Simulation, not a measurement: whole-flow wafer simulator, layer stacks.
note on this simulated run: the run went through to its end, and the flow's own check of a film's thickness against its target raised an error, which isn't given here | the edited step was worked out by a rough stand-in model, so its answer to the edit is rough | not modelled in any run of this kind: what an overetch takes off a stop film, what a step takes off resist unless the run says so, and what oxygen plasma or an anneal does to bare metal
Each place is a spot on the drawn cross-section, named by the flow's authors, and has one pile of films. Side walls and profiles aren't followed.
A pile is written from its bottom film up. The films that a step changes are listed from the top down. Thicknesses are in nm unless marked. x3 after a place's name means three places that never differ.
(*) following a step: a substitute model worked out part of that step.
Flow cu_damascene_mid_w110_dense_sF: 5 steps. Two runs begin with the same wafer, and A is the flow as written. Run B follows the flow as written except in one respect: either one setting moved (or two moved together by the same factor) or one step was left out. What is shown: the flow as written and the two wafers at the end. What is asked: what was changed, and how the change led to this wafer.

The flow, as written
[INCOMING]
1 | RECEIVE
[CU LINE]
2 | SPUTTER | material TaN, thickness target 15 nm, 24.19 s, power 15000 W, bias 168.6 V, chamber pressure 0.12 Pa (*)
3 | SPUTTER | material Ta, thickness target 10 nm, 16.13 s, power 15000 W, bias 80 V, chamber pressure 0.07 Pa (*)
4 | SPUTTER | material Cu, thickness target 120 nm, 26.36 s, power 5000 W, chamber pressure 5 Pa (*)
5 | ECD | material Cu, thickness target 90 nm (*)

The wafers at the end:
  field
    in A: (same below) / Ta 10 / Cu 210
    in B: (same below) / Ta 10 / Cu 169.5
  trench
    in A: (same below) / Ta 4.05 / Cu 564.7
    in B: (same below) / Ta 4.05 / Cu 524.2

What caused this: step 5, ECD: thickness target 49.5 nm was run, while the flow as written has thickness target 90 nm.

Step by step, how the change led to this:
  5 | ECD | material Cu, thickness target 90 nm (*)
      field: A Cu gains 90 | B Cu gains 49.5
      trench: A Cu gains 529 | B Cu gains 488.5
